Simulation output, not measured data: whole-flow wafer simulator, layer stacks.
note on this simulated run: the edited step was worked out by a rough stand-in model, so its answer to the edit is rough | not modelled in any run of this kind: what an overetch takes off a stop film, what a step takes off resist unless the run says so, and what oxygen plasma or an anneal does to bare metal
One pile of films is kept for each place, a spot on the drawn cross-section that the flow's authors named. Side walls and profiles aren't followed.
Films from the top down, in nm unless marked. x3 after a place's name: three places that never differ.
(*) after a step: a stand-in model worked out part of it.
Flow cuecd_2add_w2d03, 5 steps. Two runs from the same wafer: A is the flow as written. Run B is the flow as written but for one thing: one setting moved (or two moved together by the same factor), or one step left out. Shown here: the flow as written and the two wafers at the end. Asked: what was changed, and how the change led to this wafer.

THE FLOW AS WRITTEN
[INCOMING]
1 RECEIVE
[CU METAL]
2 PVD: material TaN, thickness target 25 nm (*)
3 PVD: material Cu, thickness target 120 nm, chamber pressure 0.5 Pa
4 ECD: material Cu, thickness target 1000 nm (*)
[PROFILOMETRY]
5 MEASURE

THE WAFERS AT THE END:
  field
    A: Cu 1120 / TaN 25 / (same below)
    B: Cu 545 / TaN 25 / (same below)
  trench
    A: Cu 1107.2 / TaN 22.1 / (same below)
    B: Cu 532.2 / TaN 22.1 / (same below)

The cause: step 4, ECD: thickness target 425 nm was run, where the flow has thickness target 1000 nm.

How the change led to this, step by step:
  4 ECD: material Cu, thickness target 1000 nm (*)
      field, trench: A Cu +1000 | B Cu +425
